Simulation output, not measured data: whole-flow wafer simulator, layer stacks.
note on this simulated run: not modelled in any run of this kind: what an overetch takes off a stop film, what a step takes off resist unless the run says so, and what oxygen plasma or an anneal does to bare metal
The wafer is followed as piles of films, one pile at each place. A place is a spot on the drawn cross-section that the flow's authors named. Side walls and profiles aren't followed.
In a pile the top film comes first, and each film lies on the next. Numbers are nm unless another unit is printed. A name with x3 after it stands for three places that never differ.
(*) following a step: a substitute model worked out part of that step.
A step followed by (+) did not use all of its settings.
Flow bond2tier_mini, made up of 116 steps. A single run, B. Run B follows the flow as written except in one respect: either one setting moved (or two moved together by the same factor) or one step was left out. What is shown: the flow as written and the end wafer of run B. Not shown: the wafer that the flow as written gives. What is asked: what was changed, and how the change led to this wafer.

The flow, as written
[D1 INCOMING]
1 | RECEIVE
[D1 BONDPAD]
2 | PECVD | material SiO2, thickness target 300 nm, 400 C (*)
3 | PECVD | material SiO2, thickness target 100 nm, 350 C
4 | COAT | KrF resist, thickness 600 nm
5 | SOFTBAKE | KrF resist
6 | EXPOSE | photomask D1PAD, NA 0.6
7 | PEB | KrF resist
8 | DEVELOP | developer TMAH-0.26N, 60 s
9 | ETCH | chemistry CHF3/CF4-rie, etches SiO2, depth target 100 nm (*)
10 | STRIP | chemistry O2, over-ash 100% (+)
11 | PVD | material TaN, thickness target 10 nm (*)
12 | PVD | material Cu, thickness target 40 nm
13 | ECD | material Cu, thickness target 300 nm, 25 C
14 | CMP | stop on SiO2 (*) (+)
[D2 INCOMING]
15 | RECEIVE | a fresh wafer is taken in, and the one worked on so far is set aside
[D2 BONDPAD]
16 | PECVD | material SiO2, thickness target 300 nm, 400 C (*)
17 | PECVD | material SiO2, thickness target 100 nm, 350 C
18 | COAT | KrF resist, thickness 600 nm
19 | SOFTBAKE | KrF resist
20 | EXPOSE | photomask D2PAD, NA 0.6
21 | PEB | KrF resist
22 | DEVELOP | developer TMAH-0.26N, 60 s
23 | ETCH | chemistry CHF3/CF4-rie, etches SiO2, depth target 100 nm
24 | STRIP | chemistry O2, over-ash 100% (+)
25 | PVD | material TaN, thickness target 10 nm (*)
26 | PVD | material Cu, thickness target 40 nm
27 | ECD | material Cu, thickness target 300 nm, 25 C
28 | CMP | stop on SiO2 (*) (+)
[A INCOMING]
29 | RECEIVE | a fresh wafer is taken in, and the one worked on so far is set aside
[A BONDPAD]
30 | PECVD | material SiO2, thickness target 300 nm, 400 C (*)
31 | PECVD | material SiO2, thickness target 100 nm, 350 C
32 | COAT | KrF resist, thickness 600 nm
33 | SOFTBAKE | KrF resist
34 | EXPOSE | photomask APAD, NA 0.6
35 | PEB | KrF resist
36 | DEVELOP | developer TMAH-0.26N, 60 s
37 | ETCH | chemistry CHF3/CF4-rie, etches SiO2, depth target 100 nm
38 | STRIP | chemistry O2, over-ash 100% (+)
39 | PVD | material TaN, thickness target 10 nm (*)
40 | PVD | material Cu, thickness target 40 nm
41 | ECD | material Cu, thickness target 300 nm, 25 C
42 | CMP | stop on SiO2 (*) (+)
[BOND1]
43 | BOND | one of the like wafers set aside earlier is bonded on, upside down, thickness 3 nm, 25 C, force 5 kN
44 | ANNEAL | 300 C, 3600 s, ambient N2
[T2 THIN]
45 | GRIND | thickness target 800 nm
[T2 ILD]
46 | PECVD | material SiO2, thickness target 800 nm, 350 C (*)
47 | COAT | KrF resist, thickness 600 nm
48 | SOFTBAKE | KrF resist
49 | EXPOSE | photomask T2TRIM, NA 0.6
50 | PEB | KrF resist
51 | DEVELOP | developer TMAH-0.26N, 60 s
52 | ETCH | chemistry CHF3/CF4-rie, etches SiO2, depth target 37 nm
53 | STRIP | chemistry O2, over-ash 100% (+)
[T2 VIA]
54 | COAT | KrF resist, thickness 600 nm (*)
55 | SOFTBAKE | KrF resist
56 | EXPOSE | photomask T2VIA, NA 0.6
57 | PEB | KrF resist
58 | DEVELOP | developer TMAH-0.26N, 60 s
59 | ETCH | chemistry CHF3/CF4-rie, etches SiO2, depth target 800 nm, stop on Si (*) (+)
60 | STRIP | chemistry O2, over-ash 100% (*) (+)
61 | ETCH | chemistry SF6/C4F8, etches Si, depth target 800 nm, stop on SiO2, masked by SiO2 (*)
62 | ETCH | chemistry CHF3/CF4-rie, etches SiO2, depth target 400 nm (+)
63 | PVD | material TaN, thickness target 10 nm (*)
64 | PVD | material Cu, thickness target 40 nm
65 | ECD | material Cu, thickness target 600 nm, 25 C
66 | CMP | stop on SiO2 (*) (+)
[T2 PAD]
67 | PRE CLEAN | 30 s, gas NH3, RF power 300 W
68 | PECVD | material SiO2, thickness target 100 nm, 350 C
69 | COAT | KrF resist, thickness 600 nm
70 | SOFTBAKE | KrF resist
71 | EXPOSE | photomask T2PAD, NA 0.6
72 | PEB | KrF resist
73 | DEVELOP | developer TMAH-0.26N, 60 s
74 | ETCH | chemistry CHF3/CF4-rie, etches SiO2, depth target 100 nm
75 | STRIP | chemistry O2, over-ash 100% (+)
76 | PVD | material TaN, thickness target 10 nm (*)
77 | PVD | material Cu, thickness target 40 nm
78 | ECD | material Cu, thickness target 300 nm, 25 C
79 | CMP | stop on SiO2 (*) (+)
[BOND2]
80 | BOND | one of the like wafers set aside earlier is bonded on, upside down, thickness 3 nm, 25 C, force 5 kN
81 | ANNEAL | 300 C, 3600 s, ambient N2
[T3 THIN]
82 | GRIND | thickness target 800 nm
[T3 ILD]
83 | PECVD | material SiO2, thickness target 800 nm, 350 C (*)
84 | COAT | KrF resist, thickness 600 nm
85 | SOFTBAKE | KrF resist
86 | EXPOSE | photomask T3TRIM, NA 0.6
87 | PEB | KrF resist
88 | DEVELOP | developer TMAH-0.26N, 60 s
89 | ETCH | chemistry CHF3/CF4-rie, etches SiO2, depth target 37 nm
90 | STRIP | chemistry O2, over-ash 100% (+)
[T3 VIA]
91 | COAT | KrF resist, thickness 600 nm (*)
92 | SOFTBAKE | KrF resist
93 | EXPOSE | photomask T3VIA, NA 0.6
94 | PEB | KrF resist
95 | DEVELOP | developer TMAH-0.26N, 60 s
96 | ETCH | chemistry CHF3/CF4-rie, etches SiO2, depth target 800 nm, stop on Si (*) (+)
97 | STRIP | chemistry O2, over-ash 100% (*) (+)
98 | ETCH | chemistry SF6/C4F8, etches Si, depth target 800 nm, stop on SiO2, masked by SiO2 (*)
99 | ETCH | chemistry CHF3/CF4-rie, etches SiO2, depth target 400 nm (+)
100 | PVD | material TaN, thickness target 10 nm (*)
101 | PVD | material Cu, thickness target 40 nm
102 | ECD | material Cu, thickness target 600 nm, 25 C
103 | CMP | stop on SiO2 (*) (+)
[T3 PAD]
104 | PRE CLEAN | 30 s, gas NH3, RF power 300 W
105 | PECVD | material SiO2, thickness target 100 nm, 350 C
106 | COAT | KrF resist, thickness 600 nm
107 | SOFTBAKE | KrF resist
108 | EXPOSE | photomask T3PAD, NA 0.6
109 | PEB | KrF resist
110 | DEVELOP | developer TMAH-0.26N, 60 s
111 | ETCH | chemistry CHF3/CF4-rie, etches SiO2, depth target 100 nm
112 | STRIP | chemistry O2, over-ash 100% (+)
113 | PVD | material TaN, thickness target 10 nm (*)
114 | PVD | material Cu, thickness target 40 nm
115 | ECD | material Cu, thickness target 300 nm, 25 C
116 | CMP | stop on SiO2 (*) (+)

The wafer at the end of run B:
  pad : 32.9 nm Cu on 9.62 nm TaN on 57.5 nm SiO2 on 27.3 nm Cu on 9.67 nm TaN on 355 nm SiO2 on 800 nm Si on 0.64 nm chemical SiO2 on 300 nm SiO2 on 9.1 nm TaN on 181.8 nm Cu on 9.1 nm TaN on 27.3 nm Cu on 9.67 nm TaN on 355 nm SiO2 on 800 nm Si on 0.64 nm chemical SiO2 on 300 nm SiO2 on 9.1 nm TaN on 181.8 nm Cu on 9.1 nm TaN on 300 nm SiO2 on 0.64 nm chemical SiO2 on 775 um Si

What caused this: step 111, ETCH: depth target 42.5 nm was run, though the flow has depth target 100 nm.

How this came from the change, step by step:
  111 | ETCH | chemistry CHF3/CF4-rie, etches SiO2, depth target 100 nm
      pad: -42.5 SiO2 (it would be, as written: -100 SiO2 (all of it))
      field: -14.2 KrF resist (it would be, as written: -33.3 KrF resist)
  112 | STRIP | chemistry O2, over-ash 100% (+)
      field: -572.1 KrF resist (all of it) (it would be, as written: -552.9 KrF resist (all of it))
  113 | PVD | material TaN, thickness target 10 nm (*)
      pad: +9.62 TaN (new film) (it would be, as written: +9.1 TaN (new film))
  114 | PVD | material Cu, thickness target 40 nm
      pad: +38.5 Cu (new film) (it would be, as written: +36.4 Cu (new film))
  115 | ECD | material Cu, thickness target 300 nm, 25 C
      pad: +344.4 Cu (it would be, as written: +404.5 Cu)
If metal films that touch count as one body, pad has 4 bodies (between them, from the top down: SiO2 57.5; SiO2 355 / Si 800 / chemical SiO2 0.64 / SiO2 300; SiO2 355 / Si 800 / chemical SiO2 0.64 / SiO2 300); the flow as written gives 3 bodies (between them, from the top down: SiO2 355 / Si 800 / chemical SiO2 0.64 / SiO2 300; SiO2 355 / Si 800 / chemical SiO2 0.64 / SiO2 300).
